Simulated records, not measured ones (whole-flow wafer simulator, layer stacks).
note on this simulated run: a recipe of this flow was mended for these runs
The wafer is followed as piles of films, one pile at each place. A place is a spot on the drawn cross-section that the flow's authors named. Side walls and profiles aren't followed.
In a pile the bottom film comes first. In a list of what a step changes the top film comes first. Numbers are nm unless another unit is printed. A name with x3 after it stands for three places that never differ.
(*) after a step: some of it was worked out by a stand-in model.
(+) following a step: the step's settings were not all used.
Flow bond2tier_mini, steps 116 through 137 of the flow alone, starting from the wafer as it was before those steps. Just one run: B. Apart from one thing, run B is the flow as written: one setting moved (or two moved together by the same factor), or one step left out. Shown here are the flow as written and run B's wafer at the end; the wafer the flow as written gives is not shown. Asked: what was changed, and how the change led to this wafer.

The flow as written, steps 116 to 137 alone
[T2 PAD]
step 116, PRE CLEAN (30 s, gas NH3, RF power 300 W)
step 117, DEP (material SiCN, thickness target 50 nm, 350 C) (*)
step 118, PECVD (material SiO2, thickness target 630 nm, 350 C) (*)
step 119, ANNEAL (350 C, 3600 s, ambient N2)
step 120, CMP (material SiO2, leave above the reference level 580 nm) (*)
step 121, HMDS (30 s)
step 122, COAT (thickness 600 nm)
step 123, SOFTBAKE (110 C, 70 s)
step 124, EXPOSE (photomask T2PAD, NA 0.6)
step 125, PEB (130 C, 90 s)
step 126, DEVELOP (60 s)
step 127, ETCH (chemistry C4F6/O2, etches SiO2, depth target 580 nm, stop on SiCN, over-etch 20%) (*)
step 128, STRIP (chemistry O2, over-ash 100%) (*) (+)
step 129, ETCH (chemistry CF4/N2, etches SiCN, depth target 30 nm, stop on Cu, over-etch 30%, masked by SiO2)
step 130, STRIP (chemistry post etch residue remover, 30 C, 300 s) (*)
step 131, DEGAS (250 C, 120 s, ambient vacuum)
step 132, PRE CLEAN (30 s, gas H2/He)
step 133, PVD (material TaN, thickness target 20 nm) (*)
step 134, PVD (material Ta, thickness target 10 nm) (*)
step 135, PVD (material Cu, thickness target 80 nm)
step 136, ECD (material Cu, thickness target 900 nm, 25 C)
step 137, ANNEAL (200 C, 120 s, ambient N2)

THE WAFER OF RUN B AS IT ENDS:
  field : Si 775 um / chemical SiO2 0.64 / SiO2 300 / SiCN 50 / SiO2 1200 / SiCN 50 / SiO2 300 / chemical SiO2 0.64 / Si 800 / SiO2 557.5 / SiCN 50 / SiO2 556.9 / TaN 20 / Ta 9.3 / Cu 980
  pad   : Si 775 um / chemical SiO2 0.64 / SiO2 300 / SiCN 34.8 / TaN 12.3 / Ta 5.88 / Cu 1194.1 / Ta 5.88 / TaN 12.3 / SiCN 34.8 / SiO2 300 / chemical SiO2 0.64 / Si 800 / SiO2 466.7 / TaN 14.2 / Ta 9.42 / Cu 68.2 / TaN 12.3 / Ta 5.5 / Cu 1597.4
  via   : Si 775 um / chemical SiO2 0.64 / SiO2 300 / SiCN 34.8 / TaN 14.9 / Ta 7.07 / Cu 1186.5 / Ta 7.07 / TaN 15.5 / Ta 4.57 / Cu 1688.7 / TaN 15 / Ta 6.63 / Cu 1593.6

What caused this: step 134, PVD: thickness target 9.3 nm was run, while the flow as written has thickness target 10 nm.
The wafer itself shows it: field has Ta 9.3, and step 134 as written asks for 10 nm.

The path from the change to this, step by step:
  step 134, PVD (material Ta, thickness target 10 nm) (*)
      field: +9.3 Ta (new film) (as written it would have been: +10 Ta (new film))
